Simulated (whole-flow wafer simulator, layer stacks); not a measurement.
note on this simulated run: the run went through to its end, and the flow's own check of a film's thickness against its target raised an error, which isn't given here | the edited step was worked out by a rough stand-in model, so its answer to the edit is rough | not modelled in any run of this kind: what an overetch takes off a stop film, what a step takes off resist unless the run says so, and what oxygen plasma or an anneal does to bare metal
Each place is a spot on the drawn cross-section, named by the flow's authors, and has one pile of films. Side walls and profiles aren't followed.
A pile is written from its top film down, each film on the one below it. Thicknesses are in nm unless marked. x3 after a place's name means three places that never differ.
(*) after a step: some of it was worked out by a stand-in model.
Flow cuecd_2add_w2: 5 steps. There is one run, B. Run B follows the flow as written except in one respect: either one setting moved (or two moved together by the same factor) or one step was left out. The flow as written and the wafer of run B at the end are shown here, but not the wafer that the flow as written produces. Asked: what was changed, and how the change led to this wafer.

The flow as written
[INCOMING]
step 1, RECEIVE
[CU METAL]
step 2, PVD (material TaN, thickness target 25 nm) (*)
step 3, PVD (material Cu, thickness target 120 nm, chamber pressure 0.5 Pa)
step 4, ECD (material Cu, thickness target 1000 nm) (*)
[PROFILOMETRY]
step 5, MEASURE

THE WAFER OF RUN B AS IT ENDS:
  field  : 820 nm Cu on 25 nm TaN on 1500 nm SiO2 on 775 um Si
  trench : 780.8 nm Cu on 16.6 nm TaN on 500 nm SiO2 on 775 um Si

What caused this: step 4, ECD: thickness target 700 nm was run, while the flow as written has thickness target 1000 nm.

How this came from the change, step by step:
  step 4, ECD (material Cu, thickness target 1000 nm) (*)
      field: +700 Cu (it would be, as written: +1000 Cu)
      trench: +700 Cu (it would be, as written: +2047.6 Cu)
